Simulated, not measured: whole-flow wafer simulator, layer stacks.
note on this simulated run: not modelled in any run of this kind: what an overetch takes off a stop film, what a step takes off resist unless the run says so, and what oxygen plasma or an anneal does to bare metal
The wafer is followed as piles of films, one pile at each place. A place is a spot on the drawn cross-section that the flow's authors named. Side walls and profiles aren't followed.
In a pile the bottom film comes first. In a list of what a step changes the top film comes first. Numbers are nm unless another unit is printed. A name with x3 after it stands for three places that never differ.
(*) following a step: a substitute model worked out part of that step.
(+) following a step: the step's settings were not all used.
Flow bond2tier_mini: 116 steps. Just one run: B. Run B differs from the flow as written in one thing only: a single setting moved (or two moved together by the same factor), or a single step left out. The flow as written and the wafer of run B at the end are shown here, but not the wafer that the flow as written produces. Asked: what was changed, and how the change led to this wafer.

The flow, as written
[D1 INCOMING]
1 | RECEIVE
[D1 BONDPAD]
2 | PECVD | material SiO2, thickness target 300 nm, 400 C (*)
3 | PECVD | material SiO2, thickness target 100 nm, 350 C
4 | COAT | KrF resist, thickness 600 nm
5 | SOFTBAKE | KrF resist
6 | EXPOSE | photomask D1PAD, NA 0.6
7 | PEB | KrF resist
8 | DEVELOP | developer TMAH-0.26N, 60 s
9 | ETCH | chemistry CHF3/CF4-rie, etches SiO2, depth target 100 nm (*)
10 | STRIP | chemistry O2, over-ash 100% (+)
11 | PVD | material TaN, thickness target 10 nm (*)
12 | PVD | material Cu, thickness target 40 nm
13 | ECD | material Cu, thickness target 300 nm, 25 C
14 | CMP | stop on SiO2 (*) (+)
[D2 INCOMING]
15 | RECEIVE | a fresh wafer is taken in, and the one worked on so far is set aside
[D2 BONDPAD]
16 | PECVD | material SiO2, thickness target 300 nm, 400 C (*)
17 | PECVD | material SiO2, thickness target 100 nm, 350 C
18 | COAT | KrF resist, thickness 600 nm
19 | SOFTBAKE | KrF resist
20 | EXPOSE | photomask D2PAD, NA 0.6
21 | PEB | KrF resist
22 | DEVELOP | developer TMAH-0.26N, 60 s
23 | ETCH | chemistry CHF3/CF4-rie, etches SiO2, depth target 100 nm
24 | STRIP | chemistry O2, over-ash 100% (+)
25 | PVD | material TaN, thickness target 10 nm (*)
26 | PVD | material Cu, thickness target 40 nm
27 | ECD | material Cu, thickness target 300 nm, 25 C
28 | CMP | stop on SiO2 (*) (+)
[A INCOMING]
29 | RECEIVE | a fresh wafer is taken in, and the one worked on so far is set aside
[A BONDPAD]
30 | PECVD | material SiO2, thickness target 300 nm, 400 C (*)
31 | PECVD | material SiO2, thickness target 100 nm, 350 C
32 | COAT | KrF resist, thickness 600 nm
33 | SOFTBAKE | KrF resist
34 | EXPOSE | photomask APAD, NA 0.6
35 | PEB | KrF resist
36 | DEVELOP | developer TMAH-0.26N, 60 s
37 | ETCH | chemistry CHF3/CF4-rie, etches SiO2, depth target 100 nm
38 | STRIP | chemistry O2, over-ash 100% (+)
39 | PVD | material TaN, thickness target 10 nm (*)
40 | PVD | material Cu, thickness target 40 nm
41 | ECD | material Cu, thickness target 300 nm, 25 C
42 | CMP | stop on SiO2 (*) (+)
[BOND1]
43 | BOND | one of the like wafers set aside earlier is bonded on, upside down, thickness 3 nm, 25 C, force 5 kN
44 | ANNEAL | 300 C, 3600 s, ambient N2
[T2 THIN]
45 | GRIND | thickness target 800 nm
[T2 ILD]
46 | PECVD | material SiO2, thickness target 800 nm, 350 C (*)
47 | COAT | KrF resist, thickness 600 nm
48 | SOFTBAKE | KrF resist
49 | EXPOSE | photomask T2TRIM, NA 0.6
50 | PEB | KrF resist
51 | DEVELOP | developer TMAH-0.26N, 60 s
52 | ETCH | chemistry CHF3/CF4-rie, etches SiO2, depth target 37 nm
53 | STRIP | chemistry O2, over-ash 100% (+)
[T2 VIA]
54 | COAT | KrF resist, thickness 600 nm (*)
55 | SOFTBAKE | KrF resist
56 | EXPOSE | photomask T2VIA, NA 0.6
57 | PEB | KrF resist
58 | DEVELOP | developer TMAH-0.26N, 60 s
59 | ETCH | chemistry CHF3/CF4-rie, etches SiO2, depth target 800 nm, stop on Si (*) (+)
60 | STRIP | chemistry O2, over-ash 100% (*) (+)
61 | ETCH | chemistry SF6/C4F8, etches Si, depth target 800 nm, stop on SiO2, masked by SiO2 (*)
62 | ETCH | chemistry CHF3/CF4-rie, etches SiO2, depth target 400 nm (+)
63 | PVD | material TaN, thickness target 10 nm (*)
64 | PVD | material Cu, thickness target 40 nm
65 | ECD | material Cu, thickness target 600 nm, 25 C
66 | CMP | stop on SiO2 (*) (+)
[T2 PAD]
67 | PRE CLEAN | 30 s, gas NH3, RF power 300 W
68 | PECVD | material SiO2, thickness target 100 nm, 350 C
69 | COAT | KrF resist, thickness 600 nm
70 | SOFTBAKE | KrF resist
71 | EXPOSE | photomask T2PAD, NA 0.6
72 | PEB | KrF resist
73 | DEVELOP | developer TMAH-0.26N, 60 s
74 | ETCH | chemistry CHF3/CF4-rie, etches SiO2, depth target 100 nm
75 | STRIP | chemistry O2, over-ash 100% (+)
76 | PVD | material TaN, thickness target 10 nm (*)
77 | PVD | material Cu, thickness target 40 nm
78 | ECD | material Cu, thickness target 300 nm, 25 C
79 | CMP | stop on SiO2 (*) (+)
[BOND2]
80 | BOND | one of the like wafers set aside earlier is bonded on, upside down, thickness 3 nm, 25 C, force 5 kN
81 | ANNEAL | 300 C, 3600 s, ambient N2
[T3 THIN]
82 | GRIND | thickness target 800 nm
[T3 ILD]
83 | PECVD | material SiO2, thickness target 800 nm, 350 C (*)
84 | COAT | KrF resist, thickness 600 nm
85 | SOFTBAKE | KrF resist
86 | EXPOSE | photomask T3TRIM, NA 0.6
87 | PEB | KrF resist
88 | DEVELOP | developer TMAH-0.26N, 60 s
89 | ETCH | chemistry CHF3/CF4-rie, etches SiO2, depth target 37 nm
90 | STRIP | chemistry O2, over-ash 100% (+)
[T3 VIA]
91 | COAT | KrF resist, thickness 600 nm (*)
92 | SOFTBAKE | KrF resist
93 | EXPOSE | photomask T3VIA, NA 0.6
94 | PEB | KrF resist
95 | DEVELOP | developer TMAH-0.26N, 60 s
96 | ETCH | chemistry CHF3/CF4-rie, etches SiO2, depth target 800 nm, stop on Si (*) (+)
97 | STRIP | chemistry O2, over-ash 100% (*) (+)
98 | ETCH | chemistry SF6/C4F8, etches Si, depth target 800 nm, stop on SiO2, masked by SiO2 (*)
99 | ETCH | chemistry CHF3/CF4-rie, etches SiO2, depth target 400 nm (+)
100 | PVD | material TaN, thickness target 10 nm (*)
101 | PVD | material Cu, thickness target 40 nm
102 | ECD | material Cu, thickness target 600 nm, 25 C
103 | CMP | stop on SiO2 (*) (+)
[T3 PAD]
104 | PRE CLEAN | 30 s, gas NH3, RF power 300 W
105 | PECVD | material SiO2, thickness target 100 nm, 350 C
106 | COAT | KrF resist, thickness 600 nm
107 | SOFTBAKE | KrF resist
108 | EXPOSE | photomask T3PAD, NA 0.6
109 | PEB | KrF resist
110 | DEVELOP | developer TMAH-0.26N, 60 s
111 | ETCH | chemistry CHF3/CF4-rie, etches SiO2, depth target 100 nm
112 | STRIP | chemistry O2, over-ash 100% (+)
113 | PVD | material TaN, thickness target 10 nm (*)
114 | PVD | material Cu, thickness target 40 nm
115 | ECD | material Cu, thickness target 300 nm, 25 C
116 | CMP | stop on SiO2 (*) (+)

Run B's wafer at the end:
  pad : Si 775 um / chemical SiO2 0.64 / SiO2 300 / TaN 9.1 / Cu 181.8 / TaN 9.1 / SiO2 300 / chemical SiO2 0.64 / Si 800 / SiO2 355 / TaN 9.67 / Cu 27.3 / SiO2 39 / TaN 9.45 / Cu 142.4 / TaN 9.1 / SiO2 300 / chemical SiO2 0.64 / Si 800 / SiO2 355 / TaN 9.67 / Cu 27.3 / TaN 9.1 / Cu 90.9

Cause: step 74, ETCH: depth target 61 nm was run, though the flow has depth target 100 nm.

How this came from the change, step by step:
  74 | ETCH | chemistry CHF3/CF4-rie, etches SiO2, depth target 100 nm
      pad: SiO2 loses 61 (in the flow as written it would be: SiO2 loses 100 (all of it))
      field: KrF resist loses 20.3 (in the flow as written it would be: KrF resist loses 33.3)
  75 | STRIP | chemistry O2, over-ash 100% (+)
      field: KrF resist loses 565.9 (all of it) (in the flow as written it would be: KrF resist loses 552.9 (all of it))
  77 | PVD | material Cu, thickness target 40 nm
      pad: Cu gains 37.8 (new film) (in the flow as written it would be: Cu gains 36.4 (new film))
  78 | ECD | material Cu, thickness target 300 nm, 25 C
      pad: Cu gains 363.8 (in the flow as written it would be: Cu gains 404.5)
If metal films that touch count as one body, pad has 4 bodies (between them, from the top down: SiO2 355 / Si 800 / chemical SiO2 0.64 / SiO2 300; SiO2 39; SiO2 355 / Si 800 / chemical SiO2 0.64 / SiO2 300); the flow as written gives 3 bodies (between them, from the top down: SiO2 355 / Si 800 / chemical SiO2 0.64 / SiO2 300; SiO2 355 / Si 800 / chemical SiO2 0.64 / SiO2 300).
